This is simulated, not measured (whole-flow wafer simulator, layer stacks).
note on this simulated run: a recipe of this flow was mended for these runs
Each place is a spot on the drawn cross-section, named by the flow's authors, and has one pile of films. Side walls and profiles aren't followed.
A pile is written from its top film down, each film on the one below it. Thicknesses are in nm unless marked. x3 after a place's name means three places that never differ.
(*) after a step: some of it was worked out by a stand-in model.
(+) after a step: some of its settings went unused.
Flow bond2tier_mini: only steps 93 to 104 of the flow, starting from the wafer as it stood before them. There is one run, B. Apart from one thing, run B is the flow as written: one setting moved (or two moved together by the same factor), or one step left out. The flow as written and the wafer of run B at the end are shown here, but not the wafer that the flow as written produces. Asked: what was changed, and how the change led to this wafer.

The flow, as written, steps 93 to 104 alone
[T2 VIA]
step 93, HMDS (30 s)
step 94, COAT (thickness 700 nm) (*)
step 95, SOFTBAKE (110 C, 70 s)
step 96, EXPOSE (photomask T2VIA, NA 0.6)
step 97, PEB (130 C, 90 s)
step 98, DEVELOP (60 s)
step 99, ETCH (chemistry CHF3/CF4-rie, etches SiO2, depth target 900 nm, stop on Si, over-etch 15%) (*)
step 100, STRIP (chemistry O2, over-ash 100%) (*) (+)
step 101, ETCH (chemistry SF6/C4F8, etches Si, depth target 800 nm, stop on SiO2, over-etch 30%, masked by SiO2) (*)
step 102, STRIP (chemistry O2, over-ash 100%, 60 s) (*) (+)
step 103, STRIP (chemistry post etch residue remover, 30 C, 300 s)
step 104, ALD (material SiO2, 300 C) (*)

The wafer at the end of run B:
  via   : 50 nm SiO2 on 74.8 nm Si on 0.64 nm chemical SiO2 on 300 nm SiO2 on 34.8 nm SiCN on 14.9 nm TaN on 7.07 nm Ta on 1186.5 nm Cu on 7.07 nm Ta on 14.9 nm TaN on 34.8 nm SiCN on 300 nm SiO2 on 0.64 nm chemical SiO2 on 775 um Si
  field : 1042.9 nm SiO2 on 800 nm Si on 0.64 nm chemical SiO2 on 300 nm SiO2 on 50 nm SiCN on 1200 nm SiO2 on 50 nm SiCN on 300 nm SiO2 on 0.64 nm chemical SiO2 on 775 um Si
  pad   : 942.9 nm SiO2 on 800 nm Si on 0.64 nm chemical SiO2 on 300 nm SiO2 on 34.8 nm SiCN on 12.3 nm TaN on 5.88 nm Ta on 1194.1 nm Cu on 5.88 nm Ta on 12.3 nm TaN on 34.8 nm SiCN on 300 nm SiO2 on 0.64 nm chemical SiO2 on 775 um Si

What caused this: step 101, ETCH: depth target 549.2 nm was run, though the flow has depth target 800 nm.

How this came from the change, step by step:
  step 101, ETCH (chemistry SF6/C4F8, etches Si, depth target 800 nm, stop on SiO2, over-etch 30%, masked by SiO2) (*)
      via: -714 Si (it would be, as written: -788.8 Si (all of it), -0.64 chemical SiO2 (all of it), -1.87 SiO2)
      field, pad: -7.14 SiO2 (it would be, as written: -10.3 SiO2)
  step 104, ALD (material SiO2, 300 C) (*)
      via: +50 SiO2 (new film) (it would be, as written: +50 SiO2)
